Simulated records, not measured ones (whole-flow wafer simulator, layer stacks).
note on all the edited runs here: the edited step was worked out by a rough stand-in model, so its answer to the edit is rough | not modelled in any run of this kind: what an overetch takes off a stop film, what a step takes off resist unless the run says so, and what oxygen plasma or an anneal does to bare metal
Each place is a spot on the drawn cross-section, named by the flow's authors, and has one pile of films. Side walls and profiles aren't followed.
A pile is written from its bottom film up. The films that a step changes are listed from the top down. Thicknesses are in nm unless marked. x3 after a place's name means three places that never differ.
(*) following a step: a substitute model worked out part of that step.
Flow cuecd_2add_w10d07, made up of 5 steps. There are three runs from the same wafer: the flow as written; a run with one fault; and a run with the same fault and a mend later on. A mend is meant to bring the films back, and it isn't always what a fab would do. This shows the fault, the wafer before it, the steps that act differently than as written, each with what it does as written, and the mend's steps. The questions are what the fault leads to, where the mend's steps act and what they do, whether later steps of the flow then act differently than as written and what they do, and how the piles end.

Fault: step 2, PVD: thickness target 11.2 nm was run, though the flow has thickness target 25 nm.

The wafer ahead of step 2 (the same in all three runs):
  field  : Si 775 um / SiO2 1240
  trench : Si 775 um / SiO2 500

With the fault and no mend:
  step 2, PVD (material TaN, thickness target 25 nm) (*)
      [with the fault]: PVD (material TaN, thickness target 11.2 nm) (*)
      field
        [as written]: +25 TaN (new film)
        [with the fault]: +11.2 TaN (new film)
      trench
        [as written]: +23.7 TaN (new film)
        [with the fault]: +10.6 TaN (new film)
  None of the later steps of the flow acts differently than as written at any place that is followed.
  By the end, the piles at field, trench depart from the flow's by more than 2% or 0.5 nm, whichever is larger.
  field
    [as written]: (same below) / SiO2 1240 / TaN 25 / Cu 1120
    [with the fault]: (same below) / SiO2 1240 / TaN 11.2 / Cu 1120
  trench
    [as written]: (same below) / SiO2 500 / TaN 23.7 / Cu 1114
    [with the fault]: (same below) / SiO2 500 / TaN 10.6 / Cu 1114

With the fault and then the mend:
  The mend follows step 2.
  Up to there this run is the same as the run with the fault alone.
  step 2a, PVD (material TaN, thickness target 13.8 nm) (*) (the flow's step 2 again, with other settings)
      field
        +13.8 TaN
      trench
        +13.1 TaN
  None of the later steps of the flow acts differently than as written at any place that is followed.
  The piles end the same as the flow's at every place that both follow.
